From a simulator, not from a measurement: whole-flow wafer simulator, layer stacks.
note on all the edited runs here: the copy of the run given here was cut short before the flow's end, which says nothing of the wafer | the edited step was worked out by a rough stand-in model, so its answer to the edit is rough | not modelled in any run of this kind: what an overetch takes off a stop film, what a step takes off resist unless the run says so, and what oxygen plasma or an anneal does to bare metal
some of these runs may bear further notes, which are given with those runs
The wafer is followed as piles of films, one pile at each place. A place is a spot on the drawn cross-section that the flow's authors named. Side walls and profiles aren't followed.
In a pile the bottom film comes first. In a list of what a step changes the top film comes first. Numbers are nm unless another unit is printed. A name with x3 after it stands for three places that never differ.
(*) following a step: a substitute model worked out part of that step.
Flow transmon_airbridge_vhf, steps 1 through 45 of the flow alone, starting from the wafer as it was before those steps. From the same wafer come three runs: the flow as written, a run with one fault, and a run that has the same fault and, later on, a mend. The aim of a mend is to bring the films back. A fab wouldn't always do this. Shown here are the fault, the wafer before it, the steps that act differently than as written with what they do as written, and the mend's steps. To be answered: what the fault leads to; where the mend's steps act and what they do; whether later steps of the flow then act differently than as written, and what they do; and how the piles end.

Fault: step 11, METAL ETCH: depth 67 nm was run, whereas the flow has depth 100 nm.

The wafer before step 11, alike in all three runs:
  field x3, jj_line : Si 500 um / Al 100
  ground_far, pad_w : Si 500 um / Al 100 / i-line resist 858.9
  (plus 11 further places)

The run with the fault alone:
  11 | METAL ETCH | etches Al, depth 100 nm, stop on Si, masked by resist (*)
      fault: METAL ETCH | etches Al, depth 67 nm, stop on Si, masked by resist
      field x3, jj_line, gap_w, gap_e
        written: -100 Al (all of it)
        fault: -67 Al
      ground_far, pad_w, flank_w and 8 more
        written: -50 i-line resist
        fault: -33.5 i-line resist
  Later steps of the flow acting differently than as written (15 more steps, not shown, differ only slightly: by at most 2% or 0.5 nm, whichever is larger):
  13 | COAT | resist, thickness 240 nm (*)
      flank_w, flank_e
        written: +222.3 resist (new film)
        fault: +227.7 resist (new film)
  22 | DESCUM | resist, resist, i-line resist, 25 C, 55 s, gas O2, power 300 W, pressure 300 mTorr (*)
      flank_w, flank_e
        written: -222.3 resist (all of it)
        fault: -227.7 resist (all of it)
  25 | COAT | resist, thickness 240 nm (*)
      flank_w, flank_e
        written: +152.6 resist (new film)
        fault: +156 resist (new film)
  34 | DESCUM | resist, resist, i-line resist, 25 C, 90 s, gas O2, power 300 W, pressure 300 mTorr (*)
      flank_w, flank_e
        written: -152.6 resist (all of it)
        fault: -156 resist (all of it)
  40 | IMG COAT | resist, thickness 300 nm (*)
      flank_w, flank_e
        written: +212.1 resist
        fault: +216.9 resist
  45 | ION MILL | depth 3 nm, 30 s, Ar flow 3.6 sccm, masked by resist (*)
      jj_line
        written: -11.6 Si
        fault: -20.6 Al
  The piles end different from the flow's at field x3, jj_line, gap_w, gap_e by more than 2% or 0.5 nm, whichever is larger.
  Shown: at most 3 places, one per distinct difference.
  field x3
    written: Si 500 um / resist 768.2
    fault: Si 500 um / Al 33 / resist 768.2
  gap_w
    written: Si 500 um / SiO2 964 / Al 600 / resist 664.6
    fault: Si 500 um / Al 33 / SiO2 964 / Al 600 / resist 655.8
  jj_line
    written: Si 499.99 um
    fault: Si 500 um / Al 12.4

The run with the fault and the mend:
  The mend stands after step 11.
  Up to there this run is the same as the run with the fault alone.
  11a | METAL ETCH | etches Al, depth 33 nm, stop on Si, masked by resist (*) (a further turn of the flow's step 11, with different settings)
      ground_far, pad_w, flank_w and 8 more
        -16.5 i-line resist
      field x3, jj_line, gap_w, gap_e
        -33 Al (all of it)
  Later steps of the flow that are run all act as written at every place that is followed.
  At every place that both follow, the piles at the end match the flow's.
